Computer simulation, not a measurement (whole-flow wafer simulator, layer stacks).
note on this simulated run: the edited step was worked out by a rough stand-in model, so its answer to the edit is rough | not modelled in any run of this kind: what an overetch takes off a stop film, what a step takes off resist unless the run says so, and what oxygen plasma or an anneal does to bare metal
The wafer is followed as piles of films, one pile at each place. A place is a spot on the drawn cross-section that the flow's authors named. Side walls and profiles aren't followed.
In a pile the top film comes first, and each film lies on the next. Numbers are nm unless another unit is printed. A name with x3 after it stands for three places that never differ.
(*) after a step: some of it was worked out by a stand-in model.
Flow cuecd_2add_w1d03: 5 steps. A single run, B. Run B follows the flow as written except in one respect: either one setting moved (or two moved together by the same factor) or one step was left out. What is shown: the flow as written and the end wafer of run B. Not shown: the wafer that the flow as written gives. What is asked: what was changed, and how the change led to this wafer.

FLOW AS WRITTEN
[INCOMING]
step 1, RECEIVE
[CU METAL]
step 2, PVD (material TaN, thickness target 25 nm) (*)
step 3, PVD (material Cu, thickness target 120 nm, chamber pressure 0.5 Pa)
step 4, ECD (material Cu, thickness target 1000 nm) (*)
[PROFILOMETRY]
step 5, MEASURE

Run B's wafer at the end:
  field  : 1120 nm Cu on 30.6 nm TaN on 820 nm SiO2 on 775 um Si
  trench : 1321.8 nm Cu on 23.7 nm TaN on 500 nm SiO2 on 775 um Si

Cause: step 2, PVD: thickness target 30.6 nm was run, while the flow as written has thickness target 25 nm.
The wafer lets one read it off: field has TaN 30.6, and step 2 as written asks for 25 nm.

How this came from the change, step by step:
  step 2, PVD (material TaN, thickness target 25 nm) (*)
      field: +30.6 TaN (new film) (it would be, as written: +25 TaN (new film))
      trench: +23.7 TaN (new film) (it would be, as written: +19.4 TaN (new film))
